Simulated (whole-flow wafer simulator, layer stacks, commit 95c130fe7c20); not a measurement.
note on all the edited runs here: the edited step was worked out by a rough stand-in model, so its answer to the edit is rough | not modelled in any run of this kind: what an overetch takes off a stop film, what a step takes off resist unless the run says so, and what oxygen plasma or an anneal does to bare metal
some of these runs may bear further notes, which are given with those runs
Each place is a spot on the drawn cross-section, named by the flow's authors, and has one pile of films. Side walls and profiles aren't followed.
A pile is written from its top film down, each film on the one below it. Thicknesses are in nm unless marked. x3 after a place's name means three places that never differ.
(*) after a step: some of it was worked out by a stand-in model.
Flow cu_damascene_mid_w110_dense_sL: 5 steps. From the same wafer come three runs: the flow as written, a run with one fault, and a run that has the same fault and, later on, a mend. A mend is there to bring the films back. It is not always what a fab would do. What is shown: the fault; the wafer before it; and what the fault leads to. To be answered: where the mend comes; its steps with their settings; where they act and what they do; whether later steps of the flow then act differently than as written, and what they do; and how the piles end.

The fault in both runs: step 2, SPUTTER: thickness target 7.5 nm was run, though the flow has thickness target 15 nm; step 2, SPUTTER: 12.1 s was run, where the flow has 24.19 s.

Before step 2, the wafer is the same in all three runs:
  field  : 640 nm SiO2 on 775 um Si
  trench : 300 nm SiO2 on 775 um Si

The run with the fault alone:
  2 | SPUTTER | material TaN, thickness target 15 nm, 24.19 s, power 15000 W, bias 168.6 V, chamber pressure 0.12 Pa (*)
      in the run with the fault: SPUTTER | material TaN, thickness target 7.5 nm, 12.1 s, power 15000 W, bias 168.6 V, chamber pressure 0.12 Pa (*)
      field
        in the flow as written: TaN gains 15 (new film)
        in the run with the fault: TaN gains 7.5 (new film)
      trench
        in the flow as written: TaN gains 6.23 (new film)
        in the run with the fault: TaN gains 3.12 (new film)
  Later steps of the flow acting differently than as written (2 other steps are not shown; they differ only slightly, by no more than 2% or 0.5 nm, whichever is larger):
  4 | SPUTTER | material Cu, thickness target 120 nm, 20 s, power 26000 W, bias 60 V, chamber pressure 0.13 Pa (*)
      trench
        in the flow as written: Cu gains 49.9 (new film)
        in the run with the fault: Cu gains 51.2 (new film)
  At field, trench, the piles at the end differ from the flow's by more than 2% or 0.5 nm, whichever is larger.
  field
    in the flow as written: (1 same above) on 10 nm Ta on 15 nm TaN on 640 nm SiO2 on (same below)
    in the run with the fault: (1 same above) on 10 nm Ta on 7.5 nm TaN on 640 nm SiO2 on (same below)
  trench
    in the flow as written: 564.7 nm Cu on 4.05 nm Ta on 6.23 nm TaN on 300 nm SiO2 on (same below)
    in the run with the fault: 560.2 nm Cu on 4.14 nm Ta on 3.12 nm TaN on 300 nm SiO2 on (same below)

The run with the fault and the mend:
  The mend follows step 2.
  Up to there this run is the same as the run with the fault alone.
  2a | SPUTTER | material TaN, thickness target 7.5 nm, 12.1 s, power 15000 W, bias 168.6 V, chamber pressure 0.12 Pa (*) (a further turn of the flow's step 2, with different settings)
      field
        TaN gains 7.5
      trench
        TaN gains 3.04
  Later steps of the flow that are run all act as written at every place that is followed, up to a difference of at most 2% or 0.5 nm, whichever is larger.
  When the end is reached, the piles differ only a little from the flow's at the places that both follow, at most by 2% or 0.5 nm, whichever is larger.
